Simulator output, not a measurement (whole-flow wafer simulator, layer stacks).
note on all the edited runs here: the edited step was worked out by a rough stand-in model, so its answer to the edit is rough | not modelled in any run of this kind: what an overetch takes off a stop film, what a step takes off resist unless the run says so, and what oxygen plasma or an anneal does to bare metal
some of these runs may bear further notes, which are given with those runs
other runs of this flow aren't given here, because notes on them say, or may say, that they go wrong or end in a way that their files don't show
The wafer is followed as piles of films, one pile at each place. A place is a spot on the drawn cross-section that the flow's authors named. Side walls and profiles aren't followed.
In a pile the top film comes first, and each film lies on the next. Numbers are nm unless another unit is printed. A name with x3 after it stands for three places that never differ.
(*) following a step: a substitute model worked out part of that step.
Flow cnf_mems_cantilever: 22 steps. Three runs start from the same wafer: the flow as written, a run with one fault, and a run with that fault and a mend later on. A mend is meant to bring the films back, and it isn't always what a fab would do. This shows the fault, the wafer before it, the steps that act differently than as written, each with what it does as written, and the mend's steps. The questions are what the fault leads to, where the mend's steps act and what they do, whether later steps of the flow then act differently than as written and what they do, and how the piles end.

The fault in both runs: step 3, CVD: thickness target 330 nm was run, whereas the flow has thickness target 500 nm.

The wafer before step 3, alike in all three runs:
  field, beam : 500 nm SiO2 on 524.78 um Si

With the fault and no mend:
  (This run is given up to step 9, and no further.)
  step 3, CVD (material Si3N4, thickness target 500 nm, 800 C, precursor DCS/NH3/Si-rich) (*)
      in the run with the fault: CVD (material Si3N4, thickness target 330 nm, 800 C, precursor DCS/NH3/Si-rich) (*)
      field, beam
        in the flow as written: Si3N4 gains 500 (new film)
        in the run with the fault: Si3N4 gains 330 (new film)
  Every later step of the flow up to step 9 that is run acts as written at every place that is followed.
  The piles after step 9 differ from the flow's at field, beam by more than 2% or 0.5 nm, whichever is larger.
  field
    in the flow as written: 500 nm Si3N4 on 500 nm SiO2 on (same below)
    in the run with the fault: 330 nm Si3N4 on 500 nm SiO2 on (same below)
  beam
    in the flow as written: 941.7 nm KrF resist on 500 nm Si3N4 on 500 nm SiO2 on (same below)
    in the run with the fault: 941.7 nm KrF resist on 330 nm Si3N4 on 500 nm SiO2 on (same below)

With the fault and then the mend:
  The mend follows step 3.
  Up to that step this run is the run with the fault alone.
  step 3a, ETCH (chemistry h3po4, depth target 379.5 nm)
      field, beam
        Si3N4 loses 330 (all of it)
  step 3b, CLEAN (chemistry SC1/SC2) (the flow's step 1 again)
      leaves every film unchanged at each place that is followed
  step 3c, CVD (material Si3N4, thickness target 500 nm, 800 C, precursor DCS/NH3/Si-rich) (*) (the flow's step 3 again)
      field, beam
        Si3N4 gains 500 (new film)
  Every later step of the flow that is run acts as written at every place that is followed.
  At every place that both follow, the piles at the end match the flow's.
